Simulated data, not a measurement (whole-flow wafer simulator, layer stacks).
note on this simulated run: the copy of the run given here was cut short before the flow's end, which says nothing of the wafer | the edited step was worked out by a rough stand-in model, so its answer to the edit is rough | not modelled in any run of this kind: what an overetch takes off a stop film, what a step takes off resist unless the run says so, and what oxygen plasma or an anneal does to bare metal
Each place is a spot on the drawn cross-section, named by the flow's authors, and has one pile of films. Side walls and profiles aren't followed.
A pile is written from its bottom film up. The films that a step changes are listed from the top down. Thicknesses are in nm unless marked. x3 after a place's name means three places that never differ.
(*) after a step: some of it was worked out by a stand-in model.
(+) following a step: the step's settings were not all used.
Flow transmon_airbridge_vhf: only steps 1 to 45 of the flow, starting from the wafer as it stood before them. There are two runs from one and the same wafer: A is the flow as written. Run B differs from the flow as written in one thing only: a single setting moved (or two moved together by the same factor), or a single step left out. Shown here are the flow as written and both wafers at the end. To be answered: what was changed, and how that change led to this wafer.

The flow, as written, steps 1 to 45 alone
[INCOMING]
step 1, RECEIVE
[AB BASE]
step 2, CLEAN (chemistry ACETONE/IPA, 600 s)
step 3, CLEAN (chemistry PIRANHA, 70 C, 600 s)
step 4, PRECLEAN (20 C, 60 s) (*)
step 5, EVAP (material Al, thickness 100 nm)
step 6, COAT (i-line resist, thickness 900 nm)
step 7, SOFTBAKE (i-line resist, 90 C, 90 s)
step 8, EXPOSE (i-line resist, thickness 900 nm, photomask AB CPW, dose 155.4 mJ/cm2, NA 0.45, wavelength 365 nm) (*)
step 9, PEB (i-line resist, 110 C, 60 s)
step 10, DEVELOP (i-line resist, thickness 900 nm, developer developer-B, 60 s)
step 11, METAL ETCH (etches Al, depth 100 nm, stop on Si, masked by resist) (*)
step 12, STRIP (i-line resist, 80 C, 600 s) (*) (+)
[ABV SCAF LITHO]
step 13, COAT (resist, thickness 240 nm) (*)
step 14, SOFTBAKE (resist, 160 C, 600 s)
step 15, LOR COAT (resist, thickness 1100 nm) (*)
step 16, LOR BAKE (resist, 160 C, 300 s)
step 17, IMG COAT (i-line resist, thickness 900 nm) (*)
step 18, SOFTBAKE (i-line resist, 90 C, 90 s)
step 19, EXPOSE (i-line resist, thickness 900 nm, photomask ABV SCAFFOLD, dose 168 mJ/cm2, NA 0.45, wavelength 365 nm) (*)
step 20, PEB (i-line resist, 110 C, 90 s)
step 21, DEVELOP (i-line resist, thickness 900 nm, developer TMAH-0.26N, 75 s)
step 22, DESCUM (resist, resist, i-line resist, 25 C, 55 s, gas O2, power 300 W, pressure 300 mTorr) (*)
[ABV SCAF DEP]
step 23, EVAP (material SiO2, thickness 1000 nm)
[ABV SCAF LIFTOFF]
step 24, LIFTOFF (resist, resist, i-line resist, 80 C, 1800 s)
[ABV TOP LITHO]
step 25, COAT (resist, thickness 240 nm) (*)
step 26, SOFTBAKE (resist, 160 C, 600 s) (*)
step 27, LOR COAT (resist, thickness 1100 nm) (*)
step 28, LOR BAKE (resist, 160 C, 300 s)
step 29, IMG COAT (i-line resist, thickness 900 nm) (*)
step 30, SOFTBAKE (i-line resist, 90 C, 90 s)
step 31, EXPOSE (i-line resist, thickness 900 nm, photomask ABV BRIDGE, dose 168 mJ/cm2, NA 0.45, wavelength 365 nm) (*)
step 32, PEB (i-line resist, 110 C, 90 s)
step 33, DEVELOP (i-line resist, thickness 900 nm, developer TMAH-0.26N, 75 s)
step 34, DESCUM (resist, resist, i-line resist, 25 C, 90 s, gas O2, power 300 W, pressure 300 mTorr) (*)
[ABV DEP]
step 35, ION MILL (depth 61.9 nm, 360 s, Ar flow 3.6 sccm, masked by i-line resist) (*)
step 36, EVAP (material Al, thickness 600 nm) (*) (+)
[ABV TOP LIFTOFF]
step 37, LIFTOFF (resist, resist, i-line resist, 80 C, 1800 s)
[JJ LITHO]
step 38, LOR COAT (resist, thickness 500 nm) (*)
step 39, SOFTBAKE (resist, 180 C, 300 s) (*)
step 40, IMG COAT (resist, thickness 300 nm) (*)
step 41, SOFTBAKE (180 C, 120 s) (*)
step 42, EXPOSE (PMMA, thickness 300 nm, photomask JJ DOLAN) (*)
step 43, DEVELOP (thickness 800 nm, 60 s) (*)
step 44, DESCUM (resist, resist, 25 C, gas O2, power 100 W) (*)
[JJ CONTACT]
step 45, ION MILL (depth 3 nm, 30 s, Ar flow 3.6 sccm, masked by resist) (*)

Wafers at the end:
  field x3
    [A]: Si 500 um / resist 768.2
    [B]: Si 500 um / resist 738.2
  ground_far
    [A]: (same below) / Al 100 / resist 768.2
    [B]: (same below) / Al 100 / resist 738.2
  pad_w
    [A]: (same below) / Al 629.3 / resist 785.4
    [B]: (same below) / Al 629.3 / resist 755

The reason: step 40, IMG COAT: thickness 270 nm was run, while the flow as written has thickness 300 nm.

The path from the change to this, step by step:
  step 40, IMG COAT (resist, thickness 300 nm) (*)
      field x3, jj_line, ground_far, trace_open_s x2: A resist gains 300 | B resist gains 270
      pad_w, pad_e: A resist gains 300.1 | B resist gains 269.7
      (and at 8 other places as well)
  step 43, DEVELOP (thickness 800 nm, 60 s) (*)
      jj_line: A resist loses 800 (all of it) | B resist loses 770 (all of it)
